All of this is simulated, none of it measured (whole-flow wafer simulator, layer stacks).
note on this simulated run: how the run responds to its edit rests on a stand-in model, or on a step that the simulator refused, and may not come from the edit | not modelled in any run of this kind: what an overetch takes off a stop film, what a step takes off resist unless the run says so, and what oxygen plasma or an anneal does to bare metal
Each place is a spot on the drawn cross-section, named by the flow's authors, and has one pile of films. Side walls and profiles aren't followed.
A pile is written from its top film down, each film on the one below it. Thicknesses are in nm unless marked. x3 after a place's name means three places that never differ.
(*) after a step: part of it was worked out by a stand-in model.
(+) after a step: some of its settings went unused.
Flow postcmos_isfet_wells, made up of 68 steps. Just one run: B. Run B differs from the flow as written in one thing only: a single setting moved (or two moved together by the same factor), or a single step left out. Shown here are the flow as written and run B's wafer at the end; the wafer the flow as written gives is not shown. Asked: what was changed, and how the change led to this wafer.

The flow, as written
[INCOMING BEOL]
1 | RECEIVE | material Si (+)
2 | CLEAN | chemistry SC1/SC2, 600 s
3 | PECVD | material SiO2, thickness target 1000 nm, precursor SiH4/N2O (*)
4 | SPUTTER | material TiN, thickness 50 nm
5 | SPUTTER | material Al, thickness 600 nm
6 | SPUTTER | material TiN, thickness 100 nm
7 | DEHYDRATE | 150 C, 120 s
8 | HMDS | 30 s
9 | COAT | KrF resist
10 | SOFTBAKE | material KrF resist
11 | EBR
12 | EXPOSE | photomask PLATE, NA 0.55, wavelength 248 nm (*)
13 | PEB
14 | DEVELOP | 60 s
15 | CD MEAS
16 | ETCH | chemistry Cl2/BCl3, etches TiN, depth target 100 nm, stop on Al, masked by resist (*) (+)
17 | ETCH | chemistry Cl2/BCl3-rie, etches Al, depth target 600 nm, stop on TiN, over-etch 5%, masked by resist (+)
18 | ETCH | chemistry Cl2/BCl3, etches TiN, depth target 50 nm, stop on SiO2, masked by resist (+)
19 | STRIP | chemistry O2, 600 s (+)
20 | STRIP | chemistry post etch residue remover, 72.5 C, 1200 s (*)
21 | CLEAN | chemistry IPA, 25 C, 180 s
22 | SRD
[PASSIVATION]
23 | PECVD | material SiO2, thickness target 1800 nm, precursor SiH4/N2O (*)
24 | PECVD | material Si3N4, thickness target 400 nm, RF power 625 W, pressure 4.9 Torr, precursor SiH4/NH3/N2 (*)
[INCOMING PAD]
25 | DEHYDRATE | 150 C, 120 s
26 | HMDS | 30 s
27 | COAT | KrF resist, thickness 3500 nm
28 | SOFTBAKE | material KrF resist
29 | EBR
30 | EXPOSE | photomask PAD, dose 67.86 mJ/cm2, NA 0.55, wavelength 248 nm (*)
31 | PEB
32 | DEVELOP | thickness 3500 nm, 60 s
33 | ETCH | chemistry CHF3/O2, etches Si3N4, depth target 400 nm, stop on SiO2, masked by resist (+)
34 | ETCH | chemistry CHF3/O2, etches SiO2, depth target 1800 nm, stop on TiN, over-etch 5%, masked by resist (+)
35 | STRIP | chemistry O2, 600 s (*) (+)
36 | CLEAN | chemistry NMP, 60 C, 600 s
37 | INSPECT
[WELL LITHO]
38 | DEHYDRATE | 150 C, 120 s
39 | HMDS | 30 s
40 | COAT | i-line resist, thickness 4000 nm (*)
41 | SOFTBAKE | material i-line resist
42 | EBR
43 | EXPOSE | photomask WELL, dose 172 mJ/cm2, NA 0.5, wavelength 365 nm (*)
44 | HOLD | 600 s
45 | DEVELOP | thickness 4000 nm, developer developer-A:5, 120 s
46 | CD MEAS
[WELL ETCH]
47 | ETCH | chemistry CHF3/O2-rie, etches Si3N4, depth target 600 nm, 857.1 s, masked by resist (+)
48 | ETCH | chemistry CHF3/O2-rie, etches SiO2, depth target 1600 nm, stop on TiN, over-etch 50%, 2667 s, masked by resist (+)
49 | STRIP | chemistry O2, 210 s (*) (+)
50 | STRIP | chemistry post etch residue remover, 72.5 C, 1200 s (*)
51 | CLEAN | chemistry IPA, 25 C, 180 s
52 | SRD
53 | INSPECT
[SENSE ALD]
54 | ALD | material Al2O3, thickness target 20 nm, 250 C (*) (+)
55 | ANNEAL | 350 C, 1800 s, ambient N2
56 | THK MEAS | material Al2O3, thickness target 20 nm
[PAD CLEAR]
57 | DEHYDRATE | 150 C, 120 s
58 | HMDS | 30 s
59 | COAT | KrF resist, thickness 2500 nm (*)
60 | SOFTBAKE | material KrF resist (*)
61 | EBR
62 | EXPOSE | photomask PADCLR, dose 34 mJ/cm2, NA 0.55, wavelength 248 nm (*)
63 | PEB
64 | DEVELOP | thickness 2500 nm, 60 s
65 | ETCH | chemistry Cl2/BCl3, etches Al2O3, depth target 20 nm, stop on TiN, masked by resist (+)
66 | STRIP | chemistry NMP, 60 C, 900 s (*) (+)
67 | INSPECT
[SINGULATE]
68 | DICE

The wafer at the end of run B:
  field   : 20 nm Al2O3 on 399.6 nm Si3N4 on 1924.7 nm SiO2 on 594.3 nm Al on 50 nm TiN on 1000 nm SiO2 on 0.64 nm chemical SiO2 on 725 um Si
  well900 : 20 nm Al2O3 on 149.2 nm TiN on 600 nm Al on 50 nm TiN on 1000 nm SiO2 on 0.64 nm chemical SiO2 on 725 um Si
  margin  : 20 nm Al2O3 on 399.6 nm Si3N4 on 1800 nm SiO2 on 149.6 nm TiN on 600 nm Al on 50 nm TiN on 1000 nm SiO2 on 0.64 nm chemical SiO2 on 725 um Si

Cause: step 6, SPUTTER: thickness 150 nm was run, though the flow has thickness 100 nm.

Step by step, how the change led to this:
  6 | SPUTTER | material TiN, thickness 100 nm
      field, margin, well900 and 6 more: TiN gains 150 (new film) (in the flow as written it would be: TiN gains 100 (new film))
  16 | ETCH | chemistry Cl2/BCl3, etches TiN, depth target 100 nm, stop on Al, masked by resist (*) (+)
      field: TiN loses 100 (in the flow as written it would be: TiN loses 100 (all of it))
  17 | ETCH | chemistry Cl2/BCl3-rie, etches Al, depth target 600 nm, stop on TiN, over-etch 5%, masked by resist (+)
      field: nothing (in the flow as written it would be: Al loses 600 (all of it))
  20 | STRIP | chemistry post etch residue remover, 72.5 C, 1200 s (*)
      field: Al loses 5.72 (in the flow as written it would be: nothing)
  23 | PECVD | material SiO2, thickness target 1800 nm, precursor SiH4/N2O (*)
      field: SiO2 gains 1924.7 (new film) (in the flow as written it would be: SiO2 gains 1800 (new film), void gains 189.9 (new film), SiO2 gains 559.7)
If metal films that touch count as one body, field has 1 body; the flow as written gives 0 bodies.
